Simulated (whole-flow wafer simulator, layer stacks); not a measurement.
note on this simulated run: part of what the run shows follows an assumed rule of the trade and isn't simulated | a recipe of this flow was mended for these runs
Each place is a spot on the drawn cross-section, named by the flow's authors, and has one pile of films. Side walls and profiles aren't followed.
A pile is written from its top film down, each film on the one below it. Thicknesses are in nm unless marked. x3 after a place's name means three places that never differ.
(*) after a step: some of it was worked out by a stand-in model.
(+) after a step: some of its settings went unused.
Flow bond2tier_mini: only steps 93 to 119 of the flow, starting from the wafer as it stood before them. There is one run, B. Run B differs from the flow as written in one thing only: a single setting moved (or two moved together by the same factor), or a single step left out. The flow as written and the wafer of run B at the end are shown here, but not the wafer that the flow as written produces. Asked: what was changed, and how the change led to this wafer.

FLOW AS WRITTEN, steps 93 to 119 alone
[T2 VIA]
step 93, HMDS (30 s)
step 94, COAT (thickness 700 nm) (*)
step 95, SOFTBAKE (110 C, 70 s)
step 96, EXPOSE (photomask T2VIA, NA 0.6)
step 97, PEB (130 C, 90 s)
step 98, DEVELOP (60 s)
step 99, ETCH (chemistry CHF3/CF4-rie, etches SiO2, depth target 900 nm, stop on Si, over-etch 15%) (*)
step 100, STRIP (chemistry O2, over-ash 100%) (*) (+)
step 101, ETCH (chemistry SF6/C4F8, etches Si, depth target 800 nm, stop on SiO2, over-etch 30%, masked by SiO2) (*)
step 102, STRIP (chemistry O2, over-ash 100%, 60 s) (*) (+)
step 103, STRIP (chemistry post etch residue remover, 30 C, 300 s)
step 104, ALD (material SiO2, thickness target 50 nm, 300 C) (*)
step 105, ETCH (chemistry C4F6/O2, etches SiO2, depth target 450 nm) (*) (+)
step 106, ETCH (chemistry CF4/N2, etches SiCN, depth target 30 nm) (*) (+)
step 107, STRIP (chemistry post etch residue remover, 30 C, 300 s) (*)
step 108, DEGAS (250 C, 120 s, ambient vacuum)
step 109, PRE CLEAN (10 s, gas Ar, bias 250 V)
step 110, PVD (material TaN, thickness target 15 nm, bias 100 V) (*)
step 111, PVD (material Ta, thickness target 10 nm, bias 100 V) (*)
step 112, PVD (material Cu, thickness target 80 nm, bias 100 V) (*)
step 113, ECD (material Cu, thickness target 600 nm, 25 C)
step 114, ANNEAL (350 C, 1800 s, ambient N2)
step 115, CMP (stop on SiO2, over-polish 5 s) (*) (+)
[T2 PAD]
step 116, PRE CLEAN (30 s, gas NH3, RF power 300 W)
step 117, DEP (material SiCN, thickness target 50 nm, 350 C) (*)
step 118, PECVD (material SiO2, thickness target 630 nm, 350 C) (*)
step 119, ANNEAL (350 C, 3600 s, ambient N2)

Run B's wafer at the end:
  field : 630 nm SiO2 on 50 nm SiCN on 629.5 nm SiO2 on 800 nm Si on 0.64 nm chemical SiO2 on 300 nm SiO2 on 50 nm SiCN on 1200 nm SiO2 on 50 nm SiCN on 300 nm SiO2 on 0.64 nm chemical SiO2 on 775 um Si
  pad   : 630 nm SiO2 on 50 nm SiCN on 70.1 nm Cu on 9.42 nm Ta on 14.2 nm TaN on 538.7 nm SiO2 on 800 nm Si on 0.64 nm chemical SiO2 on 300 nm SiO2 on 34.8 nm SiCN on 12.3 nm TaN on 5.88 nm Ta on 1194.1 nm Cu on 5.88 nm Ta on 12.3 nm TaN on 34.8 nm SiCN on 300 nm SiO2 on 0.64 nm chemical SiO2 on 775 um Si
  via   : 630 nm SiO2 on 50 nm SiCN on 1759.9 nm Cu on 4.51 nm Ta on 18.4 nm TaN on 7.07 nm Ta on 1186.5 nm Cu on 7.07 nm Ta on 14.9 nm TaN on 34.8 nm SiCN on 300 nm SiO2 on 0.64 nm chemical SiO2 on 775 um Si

Cause: step 105, ETCH: depth target 378 nm was run, though the flow has depth target 450 nm.

How this came from the change, step by step:
  step 105, ETCH (chemistry C4F6/O2, etches SiO2, depth target 450 nm) (*) (+)
      field, pad: SiO2 loses 378 (in the flow as written it would be: SiO2 loses 450)
      via: SiO2 loses 348.1 (all of it), SiCN loses 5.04 (in the flow as written it would be: SiO2 loses 348.1 (all of it), SiCN loses 17.2)
  step 106, ETCH (chemistry CF4/N2, etches SiCN, depth target 30 nm) (*) (+)
      via: SiCN loses 29.8 (all of it), TaN loses 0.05 (in the flow as written it would be: SiCN loses 17.6 (all of it), TaN loses 3.01)
  step 113, ECD (material Cu, thickness target 600 nm, 25 C)
      via: Cu gains 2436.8 (in the flow as written it would be: Cu gains 2367)
